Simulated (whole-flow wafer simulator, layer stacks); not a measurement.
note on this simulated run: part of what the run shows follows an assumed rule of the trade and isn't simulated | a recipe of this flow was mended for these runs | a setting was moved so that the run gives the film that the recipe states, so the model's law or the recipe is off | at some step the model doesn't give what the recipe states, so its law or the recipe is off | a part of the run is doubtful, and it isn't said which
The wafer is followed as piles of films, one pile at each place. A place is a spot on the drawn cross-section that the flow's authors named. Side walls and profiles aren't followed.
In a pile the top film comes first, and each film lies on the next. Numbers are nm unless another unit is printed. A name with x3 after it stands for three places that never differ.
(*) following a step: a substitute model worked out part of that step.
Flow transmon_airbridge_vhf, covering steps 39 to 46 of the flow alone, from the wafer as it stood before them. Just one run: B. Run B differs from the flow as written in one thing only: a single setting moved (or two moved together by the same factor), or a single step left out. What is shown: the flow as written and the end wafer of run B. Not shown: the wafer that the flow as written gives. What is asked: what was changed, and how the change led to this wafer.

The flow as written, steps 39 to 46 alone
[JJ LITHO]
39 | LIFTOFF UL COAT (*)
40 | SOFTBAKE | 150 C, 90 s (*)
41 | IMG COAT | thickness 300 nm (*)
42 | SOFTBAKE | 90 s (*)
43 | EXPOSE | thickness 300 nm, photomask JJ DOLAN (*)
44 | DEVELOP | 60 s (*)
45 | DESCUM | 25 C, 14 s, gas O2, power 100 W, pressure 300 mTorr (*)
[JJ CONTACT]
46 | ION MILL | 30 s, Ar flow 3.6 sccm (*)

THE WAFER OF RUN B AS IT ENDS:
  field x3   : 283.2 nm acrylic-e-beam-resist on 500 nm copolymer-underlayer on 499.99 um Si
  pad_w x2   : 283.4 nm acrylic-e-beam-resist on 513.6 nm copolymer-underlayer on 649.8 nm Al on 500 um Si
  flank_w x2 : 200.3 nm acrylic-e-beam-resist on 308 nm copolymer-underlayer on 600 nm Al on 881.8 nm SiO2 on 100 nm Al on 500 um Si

What caused this: step 45, DESCUM: pressure 284 mTorr was run, whereas the flow has pressure 300 mTorr.

How this came from the change, step by step:
  45 | DESCUM | 25 C, 14 s, gas O2, power 100 W, pressure 300 mTorr (*)
      field x3, ground_far x3, pad_w x2, flank_w x2, gap_w x2, cpw_trace, margin_s x2, bridge_strip: nothing (it would be, as written: acrylic-e-beam-resist loses 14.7)
